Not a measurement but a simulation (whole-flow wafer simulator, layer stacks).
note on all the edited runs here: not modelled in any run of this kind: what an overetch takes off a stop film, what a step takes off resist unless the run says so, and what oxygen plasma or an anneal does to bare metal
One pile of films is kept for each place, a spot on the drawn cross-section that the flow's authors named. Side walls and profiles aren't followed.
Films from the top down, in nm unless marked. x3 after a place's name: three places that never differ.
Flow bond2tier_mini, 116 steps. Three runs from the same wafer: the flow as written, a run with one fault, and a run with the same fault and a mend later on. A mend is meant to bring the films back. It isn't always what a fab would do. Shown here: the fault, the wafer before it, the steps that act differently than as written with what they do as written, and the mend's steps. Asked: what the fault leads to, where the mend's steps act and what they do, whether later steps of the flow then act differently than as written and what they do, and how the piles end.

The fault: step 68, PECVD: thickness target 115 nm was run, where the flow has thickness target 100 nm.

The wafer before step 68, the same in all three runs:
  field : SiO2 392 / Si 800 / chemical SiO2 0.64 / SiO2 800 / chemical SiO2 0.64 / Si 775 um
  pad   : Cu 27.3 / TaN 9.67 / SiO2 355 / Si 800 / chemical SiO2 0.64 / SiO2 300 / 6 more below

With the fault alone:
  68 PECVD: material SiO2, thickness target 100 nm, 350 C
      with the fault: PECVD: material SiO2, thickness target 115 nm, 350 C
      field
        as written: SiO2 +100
        with the fault: SiO2 +115
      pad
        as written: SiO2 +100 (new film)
        with the fault: SiO2 +115 (new film)
  Later steps of the flow that act differently than as written:
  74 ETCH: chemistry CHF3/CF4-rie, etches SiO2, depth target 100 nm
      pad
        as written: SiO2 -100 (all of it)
        with the fault: SiO2 -100
  At the end the piles differ from the flow's by more than 2% or 0.5 nm, whichever is larger, at pad.
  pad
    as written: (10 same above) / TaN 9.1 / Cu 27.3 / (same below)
    with the fault: (10 same above) / TaN 9.1 / SiO2 15 / Cu 27.3 / (same below)

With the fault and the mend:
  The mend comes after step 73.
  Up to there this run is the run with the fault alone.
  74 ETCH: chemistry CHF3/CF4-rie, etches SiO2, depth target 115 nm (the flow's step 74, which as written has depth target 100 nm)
      field
        KrF resist -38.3
      pad
        SiO2 -115 (all of it)
  Later steps of the flow that act differently than as written (3 more steps differ only slightly, by at most 2% or 0.5 nm, whichever is larger, and aren't shown):
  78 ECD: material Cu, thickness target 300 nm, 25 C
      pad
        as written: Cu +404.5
        with the mend: Cu +420.1
  At the end the piles differ from the flow's by more than 2% or 0.5 nm, whichever is larger, at pad.
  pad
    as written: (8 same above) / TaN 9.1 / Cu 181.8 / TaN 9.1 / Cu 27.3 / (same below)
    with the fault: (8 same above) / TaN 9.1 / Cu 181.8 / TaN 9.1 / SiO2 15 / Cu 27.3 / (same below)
    with the mend: (8 same above) / TaN 9.1 / Cu 196.9 / TaN 8.98 / Cu 27.3 / (same below)
